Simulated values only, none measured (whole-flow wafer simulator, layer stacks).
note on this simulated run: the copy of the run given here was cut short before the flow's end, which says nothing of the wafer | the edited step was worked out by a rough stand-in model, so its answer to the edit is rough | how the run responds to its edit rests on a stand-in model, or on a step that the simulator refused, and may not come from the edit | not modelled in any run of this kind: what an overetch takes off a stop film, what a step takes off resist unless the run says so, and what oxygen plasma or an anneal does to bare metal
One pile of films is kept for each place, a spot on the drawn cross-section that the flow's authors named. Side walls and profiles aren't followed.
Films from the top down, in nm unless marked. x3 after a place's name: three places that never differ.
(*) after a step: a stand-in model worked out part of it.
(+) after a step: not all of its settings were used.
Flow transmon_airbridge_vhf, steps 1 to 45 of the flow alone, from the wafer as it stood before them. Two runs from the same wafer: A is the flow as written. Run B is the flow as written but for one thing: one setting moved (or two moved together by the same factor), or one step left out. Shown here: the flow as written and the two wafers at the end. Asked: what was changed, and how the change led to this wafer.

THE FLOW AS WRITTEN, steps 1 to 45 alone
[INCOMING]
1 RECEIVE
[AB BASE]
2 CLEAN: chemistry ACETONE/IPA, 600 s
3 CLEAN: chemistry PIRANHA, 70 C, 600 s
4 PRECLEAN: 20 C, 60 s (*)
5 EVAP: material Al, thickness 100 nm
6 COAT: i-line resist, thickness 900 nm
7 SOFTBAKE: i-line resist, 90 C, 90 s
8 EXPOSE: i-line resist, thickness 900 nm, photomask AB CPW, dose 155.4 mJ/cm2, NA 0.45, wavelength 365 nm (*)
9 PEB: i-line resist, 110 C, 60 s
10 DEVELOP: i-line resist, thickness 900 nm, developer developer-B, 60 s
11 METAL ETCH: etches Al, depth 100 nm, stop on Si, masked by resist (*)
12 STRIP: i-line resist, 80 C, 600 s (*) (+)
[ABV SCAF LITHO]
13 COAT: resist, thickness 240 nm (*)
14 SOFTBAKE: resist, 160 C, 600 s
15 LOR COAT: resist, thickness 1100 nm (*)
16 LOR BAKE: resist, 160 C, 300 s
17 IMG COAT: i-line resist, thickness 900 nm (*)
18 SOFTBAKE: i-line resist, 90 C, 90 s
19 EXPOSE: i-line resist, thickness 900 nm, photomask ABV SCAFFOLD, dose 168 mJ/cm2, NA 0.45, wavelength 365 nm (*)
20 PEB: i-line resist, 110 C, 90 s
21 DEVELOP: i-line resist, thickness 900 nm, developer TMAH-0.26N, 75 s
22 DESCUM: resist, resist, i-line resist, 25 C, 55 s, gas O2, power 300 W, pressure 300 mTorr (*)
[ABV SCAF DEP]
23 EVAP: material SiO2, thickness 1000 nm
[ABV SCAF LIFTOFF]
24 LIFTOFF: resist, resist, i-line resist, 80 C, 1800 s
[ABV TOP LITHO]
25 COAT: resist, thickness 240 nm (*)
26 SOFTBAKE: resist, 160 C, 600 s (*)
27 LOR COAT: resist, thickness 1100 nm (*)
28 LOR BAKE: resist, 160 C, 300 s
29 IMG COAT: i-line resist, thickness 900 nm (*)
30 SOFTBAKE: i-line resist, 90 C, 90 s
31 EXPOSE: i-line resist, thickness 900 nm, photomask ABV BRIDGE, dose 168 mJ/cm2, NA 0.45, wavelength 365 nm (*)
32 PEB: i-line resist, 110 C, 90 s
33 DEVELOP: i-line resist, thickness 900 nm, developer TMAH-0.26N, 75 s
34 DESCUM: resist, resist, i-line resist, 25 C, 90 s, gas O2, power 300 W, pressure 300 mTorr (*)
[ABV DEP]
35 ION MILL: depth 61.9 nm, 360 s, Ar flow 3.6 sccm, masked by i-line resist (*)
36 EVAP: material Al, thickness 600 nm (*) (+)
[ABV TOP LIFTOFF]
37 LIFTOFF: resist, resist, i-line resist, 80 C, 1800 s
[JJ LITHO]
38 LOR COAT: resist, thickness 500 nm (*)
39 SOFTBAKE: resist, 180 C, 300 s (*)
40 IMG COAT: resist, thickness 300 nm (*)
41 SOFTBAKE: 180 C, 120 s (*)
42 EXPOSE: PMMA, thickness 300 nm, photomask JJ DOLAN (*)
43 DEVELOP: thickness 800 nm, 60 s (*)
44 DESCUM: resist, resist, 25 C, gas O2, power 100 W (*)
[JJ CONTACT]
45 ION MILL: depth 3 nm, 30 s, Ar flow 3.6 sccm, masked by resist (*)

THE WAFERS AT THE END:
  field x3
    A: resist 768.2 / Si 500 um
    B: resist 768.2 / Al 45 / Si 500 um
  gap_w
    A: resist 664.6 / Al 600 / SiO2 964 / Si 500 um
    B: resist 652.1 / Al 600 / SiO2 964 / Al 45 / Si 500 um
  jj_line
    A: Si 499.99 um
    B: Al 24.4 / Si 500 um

The cause: step 11, METAL ETCH: depth 55 nm was run, where the flow has depth 100 nm.

How the change led to this, step by step:
  11 METAL ETCH: etches Al, depth 100 nm, stop on Si, masked by resist (*)
      field x3, jj_line, gap_w, gap_e: A Al -100 (all of it) | B Al -55
      ground_far, pad_w, flank_w and 8 more: A i-line resist -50 | B i-line resist -27.5
  12 STRIP: i-line resist, 80 C, 600 s (*) (+)
      ground_far, pad_w, flank_w and 8 more: A i-line resist -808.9 (all of it) | B i-line resist -831.4 (all of it)
  13 COAT: resist, thickness 240 nm (*)
      flank_w, flank_e: A resist +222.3 (new film) | B resist +229.8 (new film)
  22 DESCUM: resist, resist, i-line resist, 25 C, 55 s, gas O2, power 300 W, pressure 300 mTorr (*)
      flank_w, flank_e: A resist -222.3 (all of it) | B resist -229.8 (all of it)
  25 COAT: resist, thickness 240 nm (*)
      flank_w, flank_e: A resist +152.6 (new film) | B resist +157.8 (new film)
      gap_w, gap_e: A resist +210.7 (new film) | B resist +205.9 (new film)
  34 DESCUM: resist, resist, i-line resist, 25 C, 90 s, gas O2, power 300 W, pressure 300 mTorr (*)
      flank_w, flank_e: A resist -152.6 (all of it) | B resist -157.8 (all of it)
      gap_w, gap_e: A resist -210.7 (all of it) | B resist -205.9 (all of it)
  40 IMG COAT: resist, thickness 300 nm (*)
      flank_w, flank_e: A resist +212.1 | B resist +219.1
  45 ION MILL: depth 3 nm, 30 s, Ar flow 3.6 sccm, masked by resist (*)
      jj_line: A Si -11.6 | B Al -20.6
Counting metal films that touch as one body, field x3 has 1 body; the flow as written gives 0 bodies.
Counting metal films that touch as one body, gap_w has 2 bodies (between them, from the top down: SiO2 964); the flow as written gives 1 body.
Counting metal films that touch as one body, jj_line has 1 body; the flow as written gives 0 bodies.
